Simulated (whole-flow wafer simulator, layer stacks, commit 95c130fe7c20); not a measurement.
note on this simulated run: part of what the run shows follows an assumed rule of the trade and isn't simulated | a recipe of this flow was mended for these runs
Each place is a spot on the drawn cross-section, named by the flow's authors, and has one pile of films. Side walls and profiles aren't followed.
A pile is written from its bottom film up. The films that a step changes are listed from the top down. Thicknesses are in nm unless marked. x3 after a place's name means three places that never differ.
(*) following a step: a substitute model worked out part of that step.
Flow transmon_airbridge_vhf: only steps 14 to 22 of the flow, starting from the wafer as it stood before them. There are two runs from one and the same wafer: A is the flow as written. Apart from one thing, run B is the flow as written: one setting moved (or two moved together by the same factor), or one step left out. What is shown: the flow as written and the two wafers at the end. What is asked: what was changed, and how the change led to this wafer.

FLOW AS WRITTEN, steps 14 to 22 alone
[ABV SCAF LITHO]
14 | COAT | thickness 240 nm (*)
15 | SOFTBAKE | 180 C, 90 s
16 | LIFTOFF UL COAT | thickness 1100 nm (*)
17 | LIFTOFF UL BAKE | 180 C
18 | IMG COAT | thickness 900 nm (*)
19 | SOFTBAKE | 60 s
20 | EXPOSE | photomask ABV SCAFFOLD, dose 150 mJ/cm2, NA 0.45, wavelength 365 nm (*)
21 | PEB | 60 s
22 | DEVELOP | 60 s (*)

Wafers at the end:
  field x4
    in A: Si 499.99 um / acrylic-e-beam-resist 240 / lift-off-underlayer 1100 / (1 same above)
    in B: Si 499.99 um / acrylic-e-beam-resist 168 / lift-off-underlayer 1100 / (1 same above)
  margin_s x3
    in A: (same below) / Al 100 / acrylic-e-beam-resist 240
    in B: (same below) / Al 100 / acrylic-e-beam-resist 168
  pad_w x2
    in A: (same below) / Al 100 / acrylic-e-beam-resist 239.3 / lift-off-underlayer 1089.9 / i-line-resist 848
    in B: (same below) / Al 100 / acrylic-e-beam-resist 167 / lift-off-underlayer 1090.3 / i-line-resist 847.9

What caused this: step 14, COAT: thickness 168 nm was run, though the flow has thickness 240 nm.
One can read it off the wafer: field x4 has acrylic-e-beam-resist 168, and step 14 as written asks for 240 nm.

How this came from the change, step by step:
  14 | COAT | thickness 240 nm (*)
      field x4, trace_open_s x2, margin_s x3: A +240 acrylic-e-beam-resist (new film) | B +168 acrylic-e-beam-resist (new film)
      pad_w x2: A +239.3 acrylic-e-beam-resist (new film) | B +167 acrylic-e-beam-resist (new film)
      (and at 6 other places as well)
